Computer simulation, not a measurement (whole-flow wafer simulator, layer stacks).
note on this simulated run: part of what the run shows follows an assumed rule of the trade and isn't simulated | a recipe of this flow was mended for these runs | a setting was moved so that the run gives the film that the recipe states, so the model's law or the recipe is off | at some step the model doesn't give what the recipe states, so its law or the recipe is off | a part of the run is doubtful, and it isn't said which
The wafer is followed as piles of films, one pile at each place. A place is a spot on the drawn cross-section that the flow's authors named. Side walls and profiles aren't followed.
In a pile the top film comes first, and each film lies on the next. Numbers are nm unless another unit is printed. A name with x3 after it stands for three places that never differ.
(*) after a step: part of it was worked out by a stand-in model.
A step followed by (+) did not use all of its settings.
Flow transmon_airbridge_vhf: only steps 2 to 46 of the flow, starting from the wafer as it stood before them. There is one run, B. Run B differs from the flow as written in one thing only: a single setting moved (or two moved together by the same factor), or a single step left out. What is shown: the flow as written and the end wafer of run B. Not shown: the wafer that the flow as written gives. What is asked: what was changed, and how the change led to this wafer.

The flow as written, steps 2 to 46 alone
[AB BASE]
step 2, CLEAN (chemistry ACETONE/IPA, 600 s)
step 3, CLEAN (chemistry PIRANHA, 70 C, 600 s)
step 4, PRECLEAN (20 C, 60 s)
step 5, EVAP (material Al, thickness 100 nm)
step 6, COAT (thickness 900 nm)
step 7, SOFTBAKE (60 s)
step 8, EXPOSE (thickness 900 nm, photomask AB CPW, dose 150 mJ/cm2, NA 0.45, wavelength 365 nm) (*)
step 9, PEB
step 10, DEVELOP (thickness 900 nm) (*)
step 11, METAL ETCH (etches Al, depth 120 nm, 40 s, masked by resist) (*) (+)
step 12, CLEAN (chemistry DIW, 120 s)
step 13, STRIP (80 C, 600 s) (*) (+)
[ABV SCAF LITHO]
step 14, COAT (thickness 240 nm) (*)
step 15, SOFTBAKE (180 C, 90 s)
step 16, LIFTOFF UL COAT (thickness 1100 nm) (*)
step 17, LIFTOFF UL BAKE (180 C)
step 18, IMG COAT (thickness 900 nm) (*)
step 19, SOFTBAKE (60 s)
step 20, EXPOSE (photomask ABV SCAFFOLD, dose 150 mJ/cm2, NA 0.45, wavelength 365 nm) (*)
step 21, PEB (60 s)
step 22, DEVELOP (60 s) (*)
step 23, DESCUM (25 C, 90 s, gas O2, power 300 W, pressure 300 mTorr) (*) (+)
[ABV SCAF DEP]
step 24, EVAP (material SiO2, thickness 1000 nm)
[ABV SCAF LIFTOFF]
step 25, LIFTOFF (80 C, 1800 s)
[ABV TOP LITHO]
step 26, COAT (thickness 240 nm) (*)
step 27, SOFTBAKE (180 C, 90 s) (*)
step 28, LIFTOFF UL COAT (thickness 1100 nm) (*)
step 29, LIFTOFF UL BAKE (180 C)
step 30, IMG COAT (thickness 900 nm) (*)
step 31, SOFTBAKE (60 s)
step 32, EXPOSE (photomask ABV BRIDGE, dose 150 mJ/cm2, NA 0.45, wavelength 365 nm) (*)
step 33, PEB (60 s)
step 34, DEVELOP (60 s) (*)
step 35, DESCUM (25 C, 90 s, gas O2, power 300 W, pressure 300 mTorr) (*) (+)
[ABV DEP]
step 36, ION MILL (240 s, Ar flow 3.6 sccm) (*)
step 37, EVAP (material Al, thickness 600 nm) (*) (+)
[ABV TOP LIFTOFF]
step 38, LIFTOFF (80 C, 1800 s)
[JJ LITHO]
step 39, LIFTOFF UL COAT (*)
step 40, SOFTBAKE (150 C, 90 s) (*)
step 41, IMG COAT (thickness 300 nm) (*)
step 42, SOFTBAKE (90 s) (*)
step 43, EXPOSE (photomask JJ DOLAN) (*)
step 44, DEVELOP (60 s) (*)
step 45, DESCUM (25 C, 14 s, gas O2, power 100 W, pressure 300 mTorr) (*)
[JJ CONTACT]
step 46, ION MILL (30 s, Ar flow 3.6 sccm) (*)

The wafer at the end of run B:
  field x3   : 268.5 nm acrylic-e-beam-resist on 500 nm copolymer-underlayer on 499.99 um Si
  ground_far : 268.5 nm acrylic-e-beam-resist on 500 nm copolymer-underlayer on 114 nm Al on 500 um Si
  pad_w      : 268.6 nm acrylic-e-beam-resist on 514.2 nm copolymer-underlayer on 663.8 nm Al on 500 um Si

Cause: step 5, EVAP: thickness 114 nm was run, though the flow has thickness 100 nm.
One can read it off the wafer: ground_far has Al 114, and step 5 as written asks for 100 nm.

How this came from the change, step by step:
  step 5, EVAP (material Al, thickness 100 nm)
      field x3, jj_line, ground_far and 12 more: +114 Al (new film) (it would be, as written: +100 Al (new film))
  step 11, METAL ETCH (etches Al, depth 120 nm, 40 s, masked by resist) (*) (+)
      field x3, jj_line, gap_w, gap_e: -100.7 Al (all of it), -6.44 Si (it would be, as written: -86.7 Al (all of it), -11.1 Si)
